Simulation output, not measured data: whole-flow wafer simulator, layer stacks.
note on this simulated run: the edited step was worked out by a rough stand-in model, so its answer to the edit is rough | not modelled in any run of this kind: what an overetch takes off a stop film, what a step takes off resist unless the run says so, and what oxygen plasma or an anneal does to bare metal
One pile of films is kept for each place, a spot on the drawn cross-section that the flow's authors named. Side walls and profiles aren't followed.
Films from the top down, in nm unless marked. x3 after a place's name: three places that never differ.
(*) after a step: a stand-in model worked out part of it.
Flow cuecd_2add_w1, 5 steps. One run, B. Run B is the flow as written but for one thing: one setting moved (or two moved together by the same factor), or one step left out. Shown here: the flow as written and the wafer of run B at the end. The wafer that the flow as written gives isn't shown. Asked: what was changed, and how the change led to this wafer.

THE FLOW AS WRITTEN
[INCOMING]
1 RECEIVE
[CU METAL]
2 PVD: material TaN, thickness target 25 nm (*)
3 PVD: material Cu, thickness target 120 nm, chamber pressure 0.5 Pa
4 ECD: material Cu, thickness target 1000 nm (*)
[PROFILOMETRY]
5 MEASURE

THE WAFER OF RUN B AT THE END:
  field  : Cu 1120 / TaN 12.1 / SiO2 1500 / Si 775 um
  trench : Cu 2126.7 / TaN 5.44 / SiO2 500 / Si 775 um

The cause: step 2, PVD: thickness target 12.1 nm was run, where the flow has thickness target 25 nm.
It can be read off the wafer: field has TaN 12.1, and step 2 as written asks for 25 nm.

How the change led to this, step by step:
  2 PVD: material TaN, thickness target 25 nm (*)
      field: TaN +12.1 (new film) (as written it would be: TaN +25 (new film))
      trench: TaN +5.44 (new film) (as written it would be: TaN +11.2 (new film))
